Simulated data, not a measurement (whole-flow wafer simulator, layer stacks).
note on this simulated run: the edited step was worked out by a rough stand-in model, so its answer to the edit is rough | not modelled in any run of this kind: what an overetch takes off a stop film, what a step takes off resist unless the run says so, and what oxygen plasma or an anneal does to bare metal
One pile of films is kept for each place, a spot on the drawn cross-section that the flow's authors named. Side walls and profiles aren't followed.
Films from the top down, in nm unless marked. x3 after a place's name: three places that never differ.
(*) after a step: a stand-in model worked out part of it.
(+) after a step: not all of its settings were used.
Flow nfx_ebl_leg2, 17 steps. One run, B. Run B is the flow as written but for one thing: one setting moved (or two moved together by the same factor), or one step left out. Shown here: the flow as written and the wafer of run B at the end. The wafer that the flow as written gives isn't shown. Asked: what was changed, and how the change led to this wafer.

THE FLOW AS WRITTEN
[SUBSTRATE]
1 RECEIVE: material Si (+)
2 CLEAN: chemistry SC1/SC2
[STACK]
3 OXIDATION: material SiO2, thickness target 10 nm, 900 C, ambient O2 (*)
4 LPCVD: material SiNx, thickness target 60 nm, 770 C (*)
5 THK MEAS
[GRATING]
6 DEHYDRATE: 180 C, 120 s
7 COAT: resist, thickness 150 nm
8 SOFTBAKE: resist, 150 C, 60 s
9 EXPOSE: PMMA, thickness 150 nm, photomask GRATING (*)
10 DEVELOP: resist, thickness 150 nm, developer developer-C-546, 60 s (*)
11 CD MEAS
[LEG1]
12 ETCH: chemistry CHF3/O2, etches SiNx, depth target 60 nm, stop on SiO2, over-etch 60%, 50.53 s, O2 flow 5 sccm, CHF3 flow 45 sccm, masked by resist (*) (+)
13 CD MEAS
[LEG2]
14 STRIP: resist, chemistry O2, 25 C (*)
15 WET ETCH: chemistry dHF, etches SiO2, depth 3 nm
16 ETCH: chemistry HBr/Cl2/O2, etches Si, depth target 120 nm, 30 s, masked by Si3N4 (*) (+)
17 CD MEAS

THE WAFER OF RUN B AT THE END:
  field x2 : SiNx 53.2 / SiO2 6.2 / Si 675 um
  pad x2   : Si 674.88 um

The cause: step 3, OXIDATION: thickness target 6.2 nm was run, where the flow has thickness target 10 nm.
It can be read off the wafer: field x2 has SiO2 6.2, and step 3 as written asks for 10 nm.

How the change led to this, step by step:
  3 OXIDATION: material SiO2, thickness target 10 nm, 900 C, ambient O2 (*)
      field x2, pad x2: SiO2 +6.2 (new film), chemical SiO2 -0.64 (all of it), Si -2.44 (as written it would be: SiO2 +10 (new film), chemical SiO2 -0.64 (all of it), Si -4.12)
  12 ETCH: chemistry CHF3/O2, etches SiNx, depth target 60 nm, stop on SiO2, over-etch 60%, 50.53 s, O2 flow 5 sccm, CHF3 flow 45 sccm, masked by resist (*) (+)
      pad x2: SiNx -60 (all of it), SiO2 -6.2 (all of it) (as written it would be: SiNx -60 (all of it), SiO2 -10 (all of it))
